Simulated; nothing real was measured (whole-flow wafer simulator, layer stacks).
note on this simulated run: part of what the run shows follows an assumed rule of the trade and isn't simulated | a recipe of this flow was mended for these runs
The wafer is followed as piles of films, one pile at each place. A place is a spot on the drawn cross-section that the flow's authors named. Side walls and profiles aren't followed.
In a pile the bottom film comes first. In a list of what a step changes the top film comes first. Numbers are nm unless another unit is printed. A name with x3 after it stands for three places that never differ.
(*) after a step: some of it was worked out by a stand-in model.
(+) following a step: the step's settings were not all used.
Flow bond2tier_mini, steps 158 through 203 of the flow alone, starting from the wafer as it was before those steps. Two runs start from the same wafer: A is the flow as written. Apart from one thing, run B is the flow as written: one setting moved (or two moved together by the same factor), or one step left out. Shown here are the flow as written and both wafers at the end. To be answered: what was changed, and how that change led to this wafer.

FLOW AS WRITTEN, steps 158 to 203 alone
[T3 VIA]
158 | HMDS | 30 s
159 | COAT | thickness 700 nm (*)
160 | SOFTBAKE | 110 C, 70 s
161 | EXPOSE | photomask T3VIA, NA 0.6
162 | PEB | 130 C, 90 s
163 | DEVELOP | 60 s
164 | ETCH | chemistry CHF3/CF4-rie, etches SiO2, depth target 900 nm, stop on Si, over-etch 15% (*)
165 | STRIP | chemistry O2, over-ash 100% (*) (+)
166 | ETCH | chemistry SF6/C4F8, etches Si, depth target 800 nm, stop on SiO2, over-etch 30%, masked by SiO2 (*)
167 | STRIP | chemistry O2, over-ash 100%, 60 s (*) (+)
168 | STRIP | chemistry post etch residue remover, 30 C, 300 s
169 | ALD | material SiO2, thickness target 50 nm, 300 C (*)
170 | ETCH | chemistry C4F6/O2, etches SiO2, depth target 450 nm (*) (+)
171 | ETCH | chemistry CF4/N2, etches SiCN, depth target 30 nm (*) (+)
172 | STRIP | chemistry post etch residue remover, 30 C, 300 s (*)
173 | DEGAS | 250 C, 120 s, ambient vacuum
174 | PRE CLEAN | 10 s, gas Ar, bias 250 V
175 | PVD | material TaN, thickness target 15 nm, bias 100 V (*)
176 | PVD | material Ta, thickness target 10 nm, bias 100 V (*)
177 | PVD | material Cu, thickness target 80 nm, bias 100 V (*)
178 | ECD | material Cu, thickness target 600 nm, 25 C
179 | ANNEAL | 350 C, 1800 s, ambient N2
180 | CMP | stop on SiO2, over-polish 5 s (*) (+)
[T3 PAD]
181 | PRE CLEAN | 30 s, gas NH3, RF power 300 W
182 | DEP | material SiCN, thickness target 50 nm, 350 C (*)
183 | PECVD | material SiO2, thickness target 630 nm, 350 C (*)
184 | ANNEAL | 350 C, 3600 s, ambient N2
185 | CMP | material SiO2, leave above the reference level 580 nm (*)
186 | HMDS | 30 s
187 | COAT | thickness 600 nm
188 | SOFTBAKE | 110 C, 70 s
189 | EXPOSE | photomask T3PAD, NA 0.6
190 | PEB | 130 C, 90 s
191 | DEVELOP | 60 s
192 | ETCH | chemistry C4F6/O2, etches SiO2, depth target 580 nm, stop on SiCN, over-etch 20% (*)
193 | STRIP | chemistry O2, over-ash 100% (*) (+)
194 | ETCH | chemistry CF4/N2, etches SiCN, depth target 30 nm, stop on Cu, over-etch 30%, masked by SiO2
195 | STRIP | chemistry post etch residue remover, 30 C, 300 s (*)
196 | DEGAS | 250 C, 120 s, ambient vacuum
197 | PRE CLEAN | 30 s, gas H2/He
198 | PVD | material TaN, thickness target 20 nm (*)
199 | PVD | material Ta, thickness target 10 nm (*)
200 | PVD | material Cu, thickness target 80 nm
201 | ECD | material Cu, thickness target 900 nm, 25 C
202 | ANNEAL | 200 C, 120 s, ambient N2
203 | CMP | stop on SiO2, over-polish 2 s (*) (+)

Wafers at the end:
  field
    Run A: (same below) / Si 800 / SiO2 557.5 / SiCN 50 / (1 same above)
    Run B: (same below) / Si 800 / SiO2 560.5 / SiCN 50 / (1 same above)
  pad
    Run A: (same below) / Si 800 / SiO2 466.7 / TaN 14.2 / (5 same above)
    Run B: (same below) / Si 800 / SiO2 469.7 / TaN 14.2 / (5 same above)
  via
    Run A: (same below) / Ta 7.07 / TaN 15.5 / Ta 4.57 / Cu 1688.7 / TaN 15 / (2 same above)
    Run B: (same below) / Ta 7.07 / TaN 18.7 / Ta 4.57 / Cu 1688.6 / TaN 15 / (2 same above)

Cause: step 174, PRE CLEAN: 10 s, gas Ar, bias 250 V, was not run.

The path from the change to this, step by step:
  (no step that both runs have acts differently by more than 2% or 0.5 nm, whichever is larger)
